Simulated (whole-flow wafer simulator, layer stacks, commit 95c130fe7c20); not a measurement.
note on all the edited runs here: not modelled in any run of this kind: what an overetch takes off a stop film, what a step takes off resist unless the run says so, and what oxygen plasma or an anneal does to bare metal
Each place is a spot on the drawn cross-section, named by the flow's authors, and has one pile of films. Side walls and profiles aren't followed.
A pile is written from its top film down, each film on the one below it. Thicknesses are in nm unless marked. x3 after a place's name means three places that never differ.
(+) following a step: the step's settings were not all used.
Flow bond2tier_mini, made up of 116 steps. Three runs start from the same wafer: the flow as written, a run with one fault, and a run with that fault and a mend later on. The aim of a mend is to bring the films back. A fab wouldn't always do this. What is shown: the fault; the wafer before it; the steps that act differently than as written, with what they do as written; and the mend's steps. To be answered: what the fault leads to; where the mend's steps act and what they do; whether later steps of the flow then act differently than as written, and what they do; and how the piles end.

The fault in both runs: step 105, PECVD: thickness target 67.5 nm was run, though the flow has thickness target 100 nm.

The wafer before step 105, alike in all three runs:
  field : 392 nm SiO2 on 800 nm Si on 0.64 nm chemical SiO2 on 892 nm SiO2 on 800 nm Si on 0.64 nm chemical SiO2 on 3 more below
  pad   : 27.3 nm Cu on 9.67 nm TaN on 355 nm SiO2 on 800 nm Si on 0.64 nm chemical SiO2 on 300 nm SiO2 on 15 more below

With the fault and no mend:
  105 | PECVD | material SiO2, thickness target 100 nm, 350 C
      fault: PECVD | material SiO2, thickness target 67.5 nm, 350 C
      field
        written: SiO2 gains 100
        fault: SiO2 gains 67.5
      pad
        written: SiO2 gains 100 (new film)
        fault: SiO2 gains 67.5 (new film)
  Steps later in the flow that act otherwise than as written (1 more step, not shown, differs only slightly: by at most 2% or 0.5 nm, whichever is larger):
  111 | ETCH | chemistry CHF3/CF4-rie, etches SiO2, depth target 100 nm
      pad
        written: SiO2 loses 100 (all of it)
        fault: SiO2 loses 67.5 (all of it), Cu loses 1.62
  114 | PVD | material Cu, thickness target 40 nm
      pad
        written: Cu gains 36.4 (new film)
        fault: Cu gains 37.5 (new film)
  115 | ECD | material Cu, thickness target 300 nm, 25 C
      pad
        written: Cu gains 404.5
        fault: Cu gains 372.2
  By the end, the piles at field, pad depart from the flow's by more than 2% or 0.5 nm, whichever is larger.
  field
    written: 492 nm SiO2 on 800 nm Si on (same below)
    fault: 459.5 nm SiO2 on 800 nm Si on (same below)
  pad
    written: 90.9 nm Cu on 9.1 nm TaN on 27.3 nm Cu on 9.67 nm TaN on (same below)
    fault: 59.7 nm Cu on 9.42 nm TaN on 25.7 nm Cu on 9.67 nm TaN on (same below)

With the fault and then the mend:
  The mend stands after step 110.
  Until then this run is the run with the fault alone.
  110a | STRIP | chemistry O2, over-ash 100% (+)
      field
        KrF resist loses 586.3 (all of it)
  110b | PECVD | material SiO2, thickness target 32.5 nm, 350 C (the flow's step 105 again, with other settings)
      field, pad
        SiO2 gains 32.5
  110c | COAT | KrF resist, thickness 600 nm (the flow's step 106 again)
      field, pad
        KrF resist gains 600 (new film)
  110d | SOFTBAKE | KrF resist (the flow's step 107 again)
      alters no film at any place that is followed
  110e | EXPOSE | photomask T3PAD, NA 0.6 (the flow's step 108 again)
      alters no film at any place that is followed
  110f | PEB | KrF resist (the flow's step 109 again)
      alters no film at any place that is followed
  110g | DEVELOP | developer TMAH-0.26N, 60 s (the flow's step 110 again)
      field
        KrF resist loses 13.7
      pad
        KrF resist loses 600 (all of it)
  Every later step of the flow that is run acts as written at every place that is followed.
  By the end, the piles equal the flow's at every place that both follow.
